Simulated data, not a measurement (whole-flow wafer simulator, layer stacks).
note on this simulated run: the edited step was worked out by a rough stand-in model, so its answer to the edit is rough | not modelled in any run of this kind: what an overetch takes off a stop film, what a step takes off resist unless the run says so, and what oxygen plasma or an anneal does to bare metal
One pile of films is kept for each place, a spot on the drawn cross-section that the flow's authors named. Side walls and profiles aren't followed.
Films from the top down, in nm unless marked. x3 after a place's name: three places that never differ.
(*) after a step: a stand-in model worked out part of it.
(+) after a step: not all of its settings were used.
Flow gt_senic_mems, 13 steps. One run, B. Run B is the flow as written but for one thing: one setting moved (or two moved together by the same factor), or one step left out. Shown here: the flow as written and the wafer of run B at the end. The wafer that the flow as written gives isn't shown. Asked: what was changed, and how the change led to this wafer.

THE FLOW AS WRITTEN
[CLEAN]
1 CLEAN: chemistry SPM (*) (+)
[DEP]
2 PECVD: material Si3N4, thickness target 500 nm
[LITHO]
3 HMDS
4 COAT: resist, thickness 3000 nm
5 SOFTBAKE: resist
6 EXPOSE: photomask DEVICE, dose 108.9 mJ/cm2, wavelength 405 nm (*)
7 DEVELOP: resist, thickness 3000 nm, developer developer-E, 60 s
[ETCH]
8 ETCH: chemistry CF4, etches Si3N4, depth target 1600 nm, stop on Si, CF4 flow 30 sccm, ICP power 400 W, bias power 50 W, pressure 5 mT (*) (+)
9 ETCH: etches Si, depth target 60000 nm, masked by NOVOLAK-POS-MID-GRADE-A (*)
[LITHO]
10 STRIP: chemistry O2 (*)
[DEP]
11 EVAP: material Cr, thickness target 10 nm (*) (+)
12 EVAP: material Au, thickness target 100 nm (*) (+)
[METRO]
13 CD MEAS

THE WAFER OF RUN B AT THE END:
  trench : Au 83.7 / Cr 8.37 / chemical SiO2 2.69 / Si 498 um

The cause: step 9, ETCH: depth target 27000 nm was run, where the flow has depth target 60000 nm.

How the change led to this, step by step:
  9 ETCH: etches Si, depth target 60000 nm, masked by NOVOLAK-POS-MID-GRADE-A (*)
      field: resist -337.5 (as written it would be: resist -750)
      trench: Si -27 um (as written it would be: Si -60 um)
  10 STRIP: chemistry O2 (*)
      field: resist -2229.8 (all of it) (as written it would be: resist -1817.3 (all of it))
  11 EVAP: material Cr, thickness target 10 nm (*) (+)
      trench: Cr +8.37 (new film) (as written it would be: Cr +6.45 (new film))
  12 EVAP: material Au, thickness target 100 nm (*) (+)
      trench: Au +83.7 (new film) (as written it would be: Au +64.1 (new film))
